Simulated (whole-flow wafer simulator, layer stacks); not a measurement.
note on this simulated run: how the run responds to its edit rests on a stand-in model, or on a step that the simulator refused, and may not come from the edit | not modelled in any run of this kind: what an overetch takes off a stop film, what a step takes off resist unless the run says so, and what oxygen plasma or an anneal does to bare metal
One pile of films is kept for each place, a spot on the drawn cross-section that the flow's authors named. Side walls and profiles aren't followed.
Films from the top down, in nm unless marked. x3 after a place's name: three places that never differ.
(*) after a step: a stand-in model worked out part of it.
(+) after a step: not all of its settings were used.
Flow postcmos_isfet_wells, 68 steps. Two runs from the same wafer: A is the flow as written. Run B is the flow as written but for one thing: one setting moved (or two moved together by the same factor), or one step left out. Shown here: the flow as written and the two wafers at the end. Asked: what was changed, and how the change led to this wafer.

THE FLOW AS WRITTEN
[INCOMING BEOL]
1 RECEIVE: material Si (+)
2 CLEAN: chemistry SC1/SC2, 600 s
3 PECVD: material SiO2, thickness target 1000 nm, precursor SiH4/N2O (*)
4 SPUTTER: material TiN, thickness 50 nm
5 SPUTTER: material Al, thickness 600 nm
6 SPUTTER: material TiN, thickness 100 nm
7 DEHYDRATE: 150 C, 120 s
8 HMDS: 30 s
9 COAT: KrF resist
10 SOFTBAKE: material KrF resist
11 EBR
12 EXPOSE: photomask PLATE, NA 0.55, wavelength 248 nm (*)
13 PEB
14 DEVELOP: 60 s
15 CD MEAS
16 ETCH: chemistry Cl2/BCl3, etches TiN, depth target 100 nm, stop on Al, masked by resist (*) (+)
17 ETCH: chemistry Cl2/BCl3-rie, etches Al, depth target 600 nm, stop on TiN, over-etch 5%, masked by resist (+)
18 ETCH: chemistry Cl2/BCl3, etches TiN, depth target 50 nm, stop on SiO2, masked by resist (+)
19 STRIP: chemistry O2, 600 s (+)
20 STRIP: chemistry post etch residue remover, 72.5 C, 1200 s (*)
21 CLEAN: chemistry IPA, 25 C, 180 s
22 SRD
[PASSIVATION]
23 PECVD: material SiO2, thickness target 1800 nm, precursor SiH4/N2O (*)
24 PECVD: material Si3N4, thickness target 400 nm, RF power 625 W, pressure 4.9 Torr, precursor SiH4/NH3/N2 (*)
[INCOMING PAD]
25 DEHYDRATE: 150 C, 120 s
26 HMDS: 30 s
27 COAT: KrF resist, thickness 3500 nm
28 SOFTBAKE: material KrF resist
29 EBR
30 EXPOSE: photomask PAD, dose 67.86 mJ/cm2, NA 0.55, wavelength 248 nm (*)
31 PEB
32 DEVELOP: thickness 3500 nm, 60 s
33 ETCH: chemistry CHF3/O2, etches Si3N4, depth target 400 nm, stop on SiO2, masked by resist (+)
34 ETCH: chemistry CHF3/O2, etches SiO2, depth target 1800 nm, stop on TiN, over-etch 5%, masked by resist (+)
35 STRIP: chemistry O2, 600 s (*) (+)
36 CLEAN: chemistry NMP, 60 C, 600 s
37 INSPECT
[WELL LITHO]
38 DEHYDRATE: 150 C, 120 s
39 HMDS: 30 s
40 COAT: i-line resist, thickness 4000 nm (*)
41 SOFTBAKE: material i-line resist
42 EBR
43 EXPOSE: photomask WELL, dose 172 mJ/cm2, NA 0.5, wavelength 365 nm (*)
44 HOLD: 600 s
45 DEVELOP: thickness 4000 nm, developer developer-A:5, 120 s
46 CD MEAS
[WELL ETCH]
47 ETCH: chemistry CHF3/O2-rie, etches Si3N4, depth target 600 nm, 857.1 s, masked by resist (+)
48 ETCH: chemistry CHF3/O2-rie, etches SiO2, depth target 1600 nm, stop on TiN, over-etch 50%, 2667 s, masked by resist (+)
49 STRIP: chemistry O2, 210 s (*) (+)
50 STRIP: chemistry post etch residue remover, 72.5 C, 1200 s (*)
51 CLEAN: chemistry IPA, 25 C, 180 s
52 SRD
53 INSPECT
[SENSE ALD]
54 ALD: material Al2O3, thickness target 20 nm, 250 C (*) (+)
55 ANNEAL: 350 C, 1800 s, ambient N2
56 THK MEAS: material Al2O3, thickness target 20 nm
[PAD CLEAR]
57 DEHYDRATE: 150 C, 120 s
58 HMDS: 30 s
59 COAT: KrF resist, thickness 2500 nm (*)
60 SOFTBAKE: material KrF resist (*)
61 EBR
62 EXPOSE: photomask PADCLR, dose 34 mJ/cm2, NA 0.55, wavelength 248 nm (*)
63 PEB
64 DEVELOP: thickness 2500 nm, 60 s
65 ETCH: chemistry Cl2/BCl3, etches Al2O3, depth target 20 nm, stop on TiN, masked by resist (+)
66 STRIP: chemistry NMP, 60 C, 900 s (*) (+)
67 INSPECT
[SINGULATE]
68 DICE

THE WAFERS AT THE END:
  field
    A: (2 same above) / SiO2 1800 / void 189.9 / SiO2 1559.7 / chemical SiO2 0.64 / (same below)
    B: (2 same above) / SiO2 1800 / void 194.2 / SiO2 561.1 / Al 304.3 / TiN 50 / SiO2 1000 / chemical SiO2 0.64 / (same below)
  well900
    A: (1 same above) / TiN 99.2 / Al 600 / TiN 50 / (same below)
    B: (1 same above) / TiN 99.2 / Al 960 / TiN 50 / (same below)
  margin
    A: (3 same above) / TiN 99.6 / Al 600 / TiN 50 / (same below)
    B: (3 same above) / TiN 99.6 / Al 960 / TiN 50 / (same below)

The cause: step 5, SPUTTER: thickness 960 nm was run, where the flow has thickness 600 nm.
It can be read off the wafer: well900 has Al 960, and step 5 as written asks for 600 nm.

How the change led to this, step by step:
  5 SPUTTER: material Al, thickness 600 nm
      field, margin, well900 and 6 more: A Al +600 (new film) | B Al +960 (new film)
  17 ETCH: chemistry Cl2/BCl3-rie, etches Al, depth target 600 nm, stop on TiN, over-etch 5%, masked by resist (+)
      field: A Al -600 (all of it) | B Al -600
  18 ETCH: chemistry Cl2/BCl3, etches TiN, depth target 50 nm, stop on SiO2, masked by resist (+)
      field: A TiN -50 (all of it) | B Al -50
  20 STRIP: chemistry post etch residue remover, 72.5 C, 1200 s (*)
      field: A nothing | B Al -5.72
  23 PECVD: material SiO2, thickness target 1800 nm, precursor SiH4/N2O (*)
      field: A SiO2 +1800 (new film), void +189.9 (new film), SiO2 +559.7 | B SiO2 +1800 (new film), void +194.2 (new film), SiO2 +561.1 (new film)
Counting metal films that touch as one body, field has 1 body; the flow as written gives 0 bodies.
